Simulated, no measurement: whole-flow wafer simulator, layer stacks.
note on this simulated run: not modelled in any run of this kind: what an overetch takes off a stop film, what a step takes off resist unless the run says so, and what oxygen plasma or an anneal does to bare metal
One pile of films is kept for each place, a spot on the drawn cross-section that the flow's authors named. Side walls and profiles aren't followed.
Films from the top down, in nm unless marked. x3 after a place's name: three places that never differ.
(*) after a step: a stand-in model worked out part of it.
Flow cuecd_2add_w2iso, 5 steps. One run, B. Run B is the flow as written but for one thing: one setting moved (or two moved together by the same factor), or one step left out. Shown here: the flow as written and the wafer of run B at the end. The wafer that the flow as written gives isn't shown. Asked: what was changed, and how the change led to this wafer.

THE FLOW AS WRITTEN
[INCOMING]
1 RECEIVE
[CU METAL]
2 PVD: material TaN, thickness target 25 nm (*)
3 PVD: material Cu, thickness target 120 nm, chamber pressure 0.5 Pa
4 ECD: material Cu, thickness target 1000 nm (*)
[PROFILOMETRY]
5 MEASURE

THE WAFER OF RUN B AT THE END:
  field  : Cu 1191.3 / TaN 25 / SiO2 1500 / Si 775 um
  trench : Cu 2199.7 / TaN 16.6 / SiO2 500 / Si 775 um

The cause: step 3, PVD: thickness target 191.3 nm was run, where the flow has thickness target 120 nm.

How the change led to this, step by step:
  3 PVD: material Cu, thickness target 120 nm, chamber pressure 0.5 Pa
      field: Cu +191.3 (new film) (as written it would be: Cu +120 (new film))
      trench: Cu +128.3 (new film) (as written it would be: Cu +80.8 (new film))
